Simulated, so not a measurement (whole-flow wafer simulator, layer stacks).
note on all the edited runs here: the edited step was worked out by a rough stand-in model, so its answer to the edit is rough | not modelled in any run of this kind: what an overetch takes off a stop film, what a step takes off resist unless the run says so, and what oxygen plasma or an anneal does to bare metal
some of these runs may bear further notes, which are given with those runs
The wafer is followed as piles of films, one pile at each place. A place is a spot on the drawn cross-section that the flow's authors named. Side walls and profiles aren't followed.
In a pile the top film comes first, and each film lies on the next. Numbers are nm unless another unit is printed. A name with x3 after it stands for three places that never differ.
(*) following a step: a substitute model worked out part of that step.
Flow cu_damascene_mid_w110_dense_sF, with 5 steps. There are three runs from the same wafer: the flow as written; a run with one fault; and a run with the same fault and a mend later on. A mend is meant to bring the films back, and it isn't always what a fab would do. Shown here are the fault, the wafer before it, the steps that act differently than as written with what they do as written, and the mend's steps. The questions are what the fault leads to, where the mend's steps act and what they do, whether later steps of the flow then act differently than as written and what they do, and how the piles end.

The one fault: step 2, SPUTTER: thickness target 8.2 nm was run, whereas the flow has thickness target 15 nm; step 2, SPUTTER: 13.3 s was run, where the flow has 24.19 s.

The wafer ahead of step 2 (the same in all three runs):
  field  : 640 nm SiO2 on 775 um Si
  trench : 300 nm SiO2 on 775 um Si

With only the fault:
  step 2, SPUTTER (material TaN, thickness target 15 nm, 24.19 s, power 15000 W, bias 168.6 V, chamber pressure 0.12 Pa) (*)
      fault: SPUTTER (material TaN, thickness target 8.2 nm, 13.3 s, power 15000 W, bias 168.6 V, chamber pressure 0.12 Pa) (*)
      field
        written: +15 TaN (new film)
        fault: +8.2 TaN (new film)
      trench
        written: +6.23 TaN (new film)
        fault: +3.41 TaN (new film)
  Steps further on in the flow that do not act as written (2 more steps, not shown, differ only slightly: by at most 2% or 0.5 nm, whichever is larger):
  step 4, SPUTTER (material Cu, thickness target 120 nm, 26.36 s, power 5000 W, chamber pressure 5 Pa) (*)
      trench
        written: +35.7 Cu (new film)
        fault: +36.5 Cu (new film)
  The piles end different from the flow's at field, trench by more than 2% or 0.5 nm, whichever is larger.
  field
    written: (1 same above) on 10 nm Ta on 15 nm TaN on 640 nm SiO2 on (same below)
    fault: (1 same above) on 10 nm Ta on 8.2 nm TaN on 640 nm SiO2 on (same below)
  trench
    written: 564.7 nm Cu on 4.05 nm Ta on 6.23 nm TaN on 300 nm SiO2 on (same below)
    fault: 560.7 nm Cu on 4.13 nm Ta on 3.41 nm TaN on 300 nm SiO2 on (same below)

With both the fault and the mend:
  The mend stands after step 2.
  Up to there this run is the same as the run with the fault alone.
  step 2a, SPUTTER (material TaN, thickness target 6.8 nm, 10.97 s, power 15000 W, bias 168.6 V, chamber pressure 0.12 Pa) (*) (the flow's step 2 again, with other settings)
      field
        +6.8 TaN
      trench
        +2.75 TaN
  None of the later steps of the flow differs from how it acts as written, at any place that is followed, by more than 2% or 0.5 nm, whichever is larger.
  At the end the piles are close to the flow's at the places that both follow, differing by at most 2% or 0.5 nm, whichever is larger.
